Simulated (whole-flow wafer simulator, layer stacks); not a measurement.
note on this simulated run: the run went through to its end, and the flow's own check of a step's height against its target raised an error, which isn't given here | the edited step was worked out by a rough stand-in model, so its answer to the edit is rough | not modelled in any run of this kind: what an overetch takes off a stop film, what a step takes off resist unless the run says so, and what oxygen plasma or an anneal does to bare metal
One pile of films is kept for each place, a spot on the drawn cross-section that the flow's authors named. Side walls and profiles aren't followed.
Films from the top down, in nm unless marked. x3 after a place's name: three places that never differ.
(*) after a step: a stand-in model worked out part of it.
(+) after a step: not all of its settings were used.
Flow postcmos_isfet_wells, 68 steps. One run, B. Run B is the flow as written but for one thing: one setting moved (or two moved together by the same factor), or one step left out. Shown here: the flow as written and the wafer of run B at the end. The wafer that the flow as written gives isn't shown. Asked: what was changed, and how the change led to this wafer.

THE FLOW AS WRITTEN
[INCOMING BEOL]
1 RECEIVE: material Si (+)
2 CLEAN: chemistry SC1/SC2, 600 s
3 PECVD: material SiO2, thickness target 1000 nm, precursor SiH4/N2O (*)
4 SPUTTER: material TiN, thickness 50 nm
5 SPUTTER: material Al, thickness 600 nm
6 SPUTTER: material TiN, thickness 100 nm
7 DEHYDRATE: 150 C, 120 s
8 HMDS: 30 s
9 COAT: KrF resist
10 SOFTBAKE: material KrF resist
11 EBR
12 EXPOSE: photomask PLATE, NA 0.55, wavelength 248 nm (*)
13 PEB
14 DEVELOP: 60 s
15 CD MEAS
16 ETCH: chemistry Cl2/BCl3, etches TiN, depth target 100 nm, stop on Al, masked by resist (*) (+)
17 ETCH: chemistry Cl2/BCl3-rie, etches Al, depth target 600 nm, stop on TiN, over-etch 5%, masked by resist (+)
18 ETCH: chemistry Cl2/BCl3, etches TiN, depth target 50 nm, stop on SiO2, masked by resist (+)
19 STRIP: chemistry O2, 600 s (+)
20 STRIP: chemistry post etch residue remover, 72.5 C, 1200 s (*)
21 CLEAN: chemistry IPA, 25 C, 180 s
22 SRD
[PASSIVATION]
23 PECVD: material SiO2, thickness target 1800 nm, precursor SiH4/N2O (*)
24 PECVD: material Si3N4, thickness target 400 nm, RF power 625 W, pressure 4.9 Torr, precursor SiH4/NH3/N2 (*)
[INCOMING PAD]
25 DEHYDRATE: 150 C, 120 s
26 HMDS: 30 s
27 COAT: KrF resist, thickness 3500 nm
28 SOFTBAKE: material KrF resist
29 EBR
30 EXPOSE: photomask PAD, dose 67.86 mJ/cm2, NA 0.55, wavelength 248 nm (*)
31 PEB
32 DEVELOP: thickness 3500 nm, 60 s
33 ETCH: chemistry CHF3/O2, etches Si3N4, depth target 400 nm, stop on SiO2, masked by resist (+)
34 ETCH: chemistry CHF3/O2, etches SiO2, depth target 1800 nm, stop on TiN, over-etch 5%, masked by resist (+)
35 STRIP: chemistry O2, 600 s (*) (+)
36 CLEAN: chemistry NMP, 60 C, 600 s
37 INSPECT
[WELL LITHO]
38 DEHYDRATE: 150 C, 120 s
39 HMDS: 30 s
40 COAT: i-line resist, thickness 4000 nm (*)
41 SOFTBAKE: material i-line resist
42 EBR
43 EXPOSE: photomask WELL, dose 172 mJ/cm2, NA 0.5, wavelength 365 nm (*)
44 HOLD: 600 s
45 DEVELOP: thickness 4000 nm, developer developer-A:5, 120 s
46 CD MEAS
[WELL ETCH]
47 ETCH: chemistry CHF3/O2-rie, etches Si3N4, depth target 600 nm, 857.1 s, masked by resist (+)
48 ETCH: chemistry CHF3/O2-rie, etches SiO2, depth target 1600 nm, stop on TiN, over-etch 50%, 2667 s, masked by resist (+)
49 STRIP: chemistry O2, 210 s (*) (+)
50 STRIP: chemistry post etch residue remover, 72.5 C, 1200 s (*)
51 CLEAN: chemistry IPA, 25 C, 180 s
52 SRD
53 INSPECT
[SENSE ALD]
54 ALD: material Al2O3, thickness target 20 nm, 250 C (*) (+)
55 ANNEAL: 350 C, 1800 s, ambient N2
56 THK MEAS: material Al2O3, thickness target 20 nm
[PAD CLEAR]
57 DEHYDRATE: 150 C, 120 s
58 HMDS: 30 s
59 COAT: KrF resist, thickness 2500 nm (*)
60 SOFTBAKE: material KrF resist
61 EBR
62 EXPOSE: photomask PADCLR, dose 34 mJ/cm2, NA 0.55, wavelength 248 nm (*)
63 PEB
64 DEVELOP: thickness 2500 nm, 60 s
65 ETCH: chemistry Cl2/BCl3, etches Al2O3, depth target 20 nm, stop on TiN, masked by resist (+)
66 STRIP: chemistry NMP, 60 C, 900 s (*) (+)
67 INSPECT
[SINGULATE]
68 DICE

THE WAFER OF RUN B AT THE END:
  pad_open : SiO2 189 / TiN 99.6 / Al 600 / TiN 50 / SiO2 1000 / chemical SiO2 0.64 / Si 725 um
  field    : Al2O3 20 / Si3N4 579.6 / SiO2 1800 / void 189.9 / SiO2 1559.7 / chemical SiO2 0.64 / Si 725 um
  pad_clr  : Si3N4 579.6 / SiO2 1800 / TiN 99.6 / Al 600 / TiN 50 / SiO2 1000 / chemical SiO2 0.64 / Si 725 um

The cause: step 24, PECVD: thickness target 580 nm was run, where the flow has thickness target 400 nm.

How the change led to this, step by step:
  24 PECVD: material Si3N4, thickness target 400 nm, RF power 625 W, pressure 4.9 Torr, precursor SiH4/NH3/N2 (*)
      field, margin, well900, well1300 x3, pad_rim, pad_clr, pad_open: Si3N4 +580 (new film) (as written it would be: Si3N4 +400 (new film))
  33 ETCH: chemistry CHF3/O2, etches Si3N4, depth target 400 nm, stop on SiO2, masked by resist (+)
      pad_open: Si3N4 -400 (as written it would be: Si3N4 -400 (all of it))
  34 ETCH: chemistry CHF3/O2, etches SiO2, depth target 1800 nm, stop on TiN, over-etch 5%, masked by resist (+)
      pad_open: Si3N4 -180 (all of it), SiO2 -1611 (as written it would be: SiO2 -1800 (all of it))
  47 ETCH: chemistry CHF3/O2-rie, etches Si3N4, depth target 600 nm, 857.1 s, masked by resist (+)
      well900, well1300 x3: Si3N4 -580 (all of it), SiO2 -20 (as written it would be: Si3N4 -400 (all of it), SiO2 -200)
  48 ETCH: chemistry CHF3/O2-rie, etches SiO2, depth target 1600 nm, stop on TiN, over-etch 50%, 2667 s, masked by resist (+)
      well900, well1300 x3: SiO2 -1780 (all of it) (as written it would be: SiO2 -1600 (all of it))
  59 COAT: KrF resist, thickness 2500 nm (*)
      field: KrF resist +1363 (new film) (as written it would be: KrF resist +1449 (new film))
      margin: KrF resist +1362.9 (new film) (as written it would be: KrF resist +1448.9 (new film))
  63 PEB
      field, margin: KrF resist -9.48 (as written it would be: KrF resist -10.1)
  66 STRIP: chemistry NMP, 60 C, 900 s (*) (+)
      field, margin: KrF resist -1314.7 (all of it) (as written it would be: KrF resist -1400.1 (all of it))
